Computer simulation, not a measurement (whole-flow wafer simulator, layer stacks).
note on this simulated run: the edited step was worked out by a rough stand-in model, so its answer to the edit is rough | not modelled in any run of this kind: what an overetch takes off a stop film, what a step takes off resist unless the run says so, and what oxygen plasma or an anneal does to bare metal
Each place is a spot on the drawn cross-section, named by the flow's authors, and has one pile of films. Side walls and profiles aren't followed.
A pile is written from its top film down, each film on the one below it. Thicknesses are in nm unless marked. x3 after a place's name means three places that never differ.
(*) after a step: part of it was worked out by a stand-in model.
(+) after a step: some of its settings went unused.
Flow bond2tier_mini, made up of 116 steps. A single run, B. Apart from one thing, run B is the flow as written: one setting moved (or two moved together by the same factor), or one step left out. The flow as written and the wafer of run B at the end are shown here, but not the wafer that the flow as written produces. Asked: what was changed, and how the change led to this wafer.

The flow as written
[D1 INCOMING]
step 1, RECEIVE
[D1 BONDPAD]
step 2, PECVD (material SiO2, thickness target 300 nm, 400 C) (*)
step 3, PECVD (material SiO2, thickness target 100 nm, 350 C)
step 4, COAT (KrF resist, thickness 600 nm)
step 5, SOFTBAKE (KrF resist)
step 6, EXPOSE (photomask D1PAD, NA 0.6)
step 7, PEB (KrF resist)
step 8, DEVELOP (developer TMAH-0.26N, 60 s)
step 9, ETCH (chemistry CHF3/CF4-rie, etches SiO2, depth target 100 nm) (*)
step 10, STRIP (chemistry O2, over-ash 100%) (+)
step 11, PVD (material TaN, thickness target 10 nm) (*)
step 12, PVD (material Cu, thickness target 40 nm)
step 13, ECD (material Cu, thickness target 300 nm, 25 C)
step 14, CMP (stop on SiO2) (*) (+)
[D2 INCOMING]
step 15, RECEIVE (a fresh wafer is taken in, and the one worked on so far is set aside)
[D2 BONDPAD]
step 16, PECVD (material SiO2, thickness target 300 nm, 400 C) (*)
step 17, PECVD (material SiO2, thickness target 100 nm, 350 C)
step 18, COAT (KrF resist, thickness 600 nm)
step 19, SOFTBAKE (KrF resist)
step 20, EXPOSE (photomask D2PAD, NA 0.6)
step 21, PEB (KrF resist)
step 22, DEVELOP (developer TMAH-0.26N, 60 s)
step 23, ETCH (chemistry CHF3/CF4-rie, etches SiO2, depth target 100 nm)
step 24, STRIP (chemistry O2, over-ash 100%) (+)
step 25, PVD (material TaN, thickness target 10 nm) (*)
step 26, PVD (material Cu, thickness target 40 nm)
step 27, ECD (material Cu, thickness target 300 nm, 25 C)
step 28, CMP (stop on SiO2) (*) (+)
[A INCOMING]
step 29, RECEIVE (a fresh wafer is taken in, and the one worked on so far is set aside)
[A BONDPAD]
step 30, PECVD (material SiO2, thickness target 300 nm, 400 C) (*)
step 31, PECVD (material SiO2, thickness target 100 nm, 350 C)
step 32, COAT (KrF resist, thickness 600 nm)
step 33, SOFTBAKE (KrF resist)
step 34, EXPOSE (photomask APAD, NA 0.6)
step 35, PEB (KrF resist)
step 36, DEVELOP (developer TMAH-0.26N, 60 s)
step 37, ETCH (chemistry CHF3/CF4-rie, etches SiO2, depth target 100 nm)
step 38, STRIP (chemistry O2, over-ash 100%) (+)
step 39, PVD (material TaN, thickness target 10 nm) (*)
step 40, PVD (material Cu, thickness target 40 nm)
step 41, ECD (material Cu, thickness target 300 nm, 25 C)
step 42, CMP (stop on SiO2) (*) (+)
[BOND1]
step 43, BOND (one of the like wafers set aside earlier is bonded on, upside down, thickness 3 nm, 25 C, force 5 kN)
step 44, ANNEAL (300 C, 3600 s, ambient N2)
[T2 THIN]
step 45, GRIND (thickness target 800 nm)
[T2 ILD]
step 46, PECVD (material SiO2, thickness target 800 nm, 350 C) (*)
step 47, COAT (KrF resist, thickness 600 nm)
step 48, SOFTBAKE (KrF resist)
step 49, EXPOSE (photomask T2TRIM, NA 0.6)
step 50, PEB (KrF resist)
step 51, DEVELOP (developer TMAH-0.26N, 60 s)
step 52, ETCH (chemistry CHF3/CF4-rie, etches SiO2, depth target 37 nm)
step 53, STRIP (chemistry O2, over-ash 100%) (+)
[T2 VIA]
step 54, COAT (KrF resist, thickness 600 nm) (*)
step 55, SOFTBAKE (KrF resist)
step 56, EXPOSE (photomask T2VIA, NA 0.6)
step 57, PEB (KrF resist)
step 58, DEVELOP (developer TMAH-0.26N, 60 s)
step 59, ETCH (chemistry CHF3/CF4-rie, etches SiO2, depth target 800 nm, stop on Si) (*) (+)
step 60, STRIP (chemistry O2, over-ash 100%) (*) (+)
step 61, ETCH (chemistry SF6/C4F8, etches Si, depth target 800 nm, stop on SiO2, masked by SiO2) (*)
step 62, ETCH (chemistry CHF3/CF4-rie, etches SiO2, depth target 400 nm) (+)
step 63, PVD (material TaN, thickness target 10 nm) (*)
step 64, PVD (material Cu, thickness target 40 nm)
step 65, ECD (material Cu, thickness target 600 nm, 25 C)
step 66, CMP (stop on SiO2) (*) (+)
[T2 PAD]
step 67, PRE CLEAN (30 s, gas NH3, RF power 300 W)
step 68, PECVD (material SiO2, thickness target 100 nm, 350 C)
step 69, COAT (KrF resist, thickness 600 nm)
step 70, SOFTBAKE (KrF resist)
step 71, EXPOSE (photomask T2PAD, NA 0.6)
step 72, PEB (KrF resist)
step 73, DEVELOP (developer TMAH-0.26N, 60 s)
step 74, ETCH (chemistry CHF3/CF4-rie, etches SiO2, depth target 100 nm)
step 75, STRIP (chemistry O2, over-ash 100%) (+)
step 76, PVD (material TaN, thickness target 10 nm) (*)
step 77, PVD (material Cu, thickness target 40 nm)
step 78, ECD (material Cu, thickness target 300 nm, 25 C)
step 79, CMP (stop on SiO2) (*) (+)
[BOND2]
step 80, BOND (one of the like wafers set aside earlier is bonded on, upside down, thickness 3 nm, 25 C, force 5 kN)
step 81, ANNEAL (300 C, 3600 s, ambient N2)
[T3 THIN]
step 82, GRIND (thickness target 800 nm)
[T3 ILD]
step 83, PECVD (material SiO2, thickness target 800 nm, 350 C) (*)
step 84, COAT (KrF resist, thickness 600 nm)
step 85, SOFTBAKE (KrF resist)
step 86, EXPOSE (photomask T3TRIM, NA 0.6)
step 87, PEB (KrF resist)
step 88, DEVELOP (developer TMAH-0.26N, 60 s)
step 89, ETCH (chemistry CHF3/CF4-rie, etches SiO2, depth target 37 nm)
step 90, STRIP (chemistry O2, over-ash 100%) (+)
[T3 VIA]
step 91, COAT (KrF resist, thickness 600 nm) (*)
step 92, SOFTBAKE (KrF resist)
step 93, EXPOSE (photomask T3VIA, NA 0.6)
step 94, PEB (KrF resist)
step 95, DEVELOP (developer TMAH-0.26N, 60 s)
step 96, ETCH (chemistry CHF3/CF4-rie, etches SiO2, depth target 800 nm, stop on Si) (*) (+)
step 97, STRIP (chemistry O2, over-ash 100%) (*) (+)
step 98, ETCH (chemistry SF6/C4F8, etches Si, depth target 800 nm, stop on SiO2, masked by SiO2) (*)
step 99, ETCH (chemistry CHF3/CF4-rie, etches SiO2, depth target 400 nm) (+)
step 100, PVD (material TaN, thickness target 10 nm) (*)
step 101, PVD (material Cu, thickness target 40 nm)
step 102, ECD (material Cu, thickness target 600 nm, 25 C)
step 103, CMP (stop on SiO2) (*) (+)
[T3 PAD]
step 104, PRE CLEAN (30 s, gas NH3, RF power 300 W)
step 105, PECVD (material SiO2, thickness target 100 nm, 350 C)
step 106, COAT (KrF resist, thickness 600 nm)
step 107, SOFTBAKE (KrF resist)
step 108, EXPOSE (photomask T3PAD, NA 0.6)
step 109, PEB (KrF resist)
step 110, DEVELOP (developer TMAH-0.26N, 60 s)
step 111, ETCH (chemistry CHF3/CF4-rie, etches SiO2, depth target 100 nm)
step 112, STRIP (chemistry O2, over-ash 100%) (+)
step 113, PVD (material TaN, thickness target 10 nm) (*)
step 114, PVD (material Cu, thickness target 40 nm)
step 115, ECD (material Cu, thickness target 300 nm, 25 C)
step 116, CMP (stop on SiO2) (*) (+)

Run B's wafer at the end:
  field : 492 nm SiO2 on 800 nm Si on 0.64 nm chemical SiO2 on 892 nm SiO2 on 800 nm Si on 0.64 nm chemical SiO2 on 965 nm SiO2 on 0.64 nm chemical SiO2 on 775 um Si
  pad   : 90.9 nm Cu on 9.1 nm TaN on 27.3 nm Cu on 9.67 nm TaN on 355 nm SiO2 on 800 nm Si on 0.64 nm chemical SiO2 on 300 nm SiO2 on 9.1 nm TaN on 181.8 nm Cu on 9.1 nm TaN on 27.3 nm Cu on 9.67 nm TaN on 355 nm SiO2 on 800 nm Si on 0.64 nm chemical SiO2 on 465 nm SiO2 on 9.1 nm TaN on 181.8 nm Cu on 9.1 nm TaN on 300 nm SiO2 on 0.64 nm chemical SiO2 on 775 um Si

What caused this: step 2, PECVD: thickness target 465 nm was run, though the flow has thickness target 300 nm.
The wafer lets one read it off: pad has SiO2 465, and step 2 as written asks for 300 nm.

The path from the change to this, step by step:
  step 2, PECVD (material SiO2, thickness target 300 nm, 400 C) (*)
      field, pad, via: SiO2 gains 465 (new film) (as written it would have been: SiO2 gains 300 (new film))
  step 43, BOND (one of the like wafers set aside earlier is bonded on, upside down, thickness 3 nm, 25 C, force 5 kN)
      field: Si gains 775 um (new film), chemical SiO2 gains 0.64 (new film), SiO2 gains 565 (as written it would have been: Si gains 775 um (new film), chemical SiO2 gains 0.64 (new film), SiO2 gains 400)
      pad: Si gains 775 um (new film), chemical SiO2 gains 0.64 (new film), SiO2 gains 465 (new film), TaN gains 9.1 (new film), Cu gains 90.9 (as written it would have been: Si gains 775 um (new film), chemical SiO2 gains 0.64 (new film), SiO2 gains 300 (new film), TaN gains 9.1 (new film), Cu gains 90.9)
      (as well as at 1 more place)
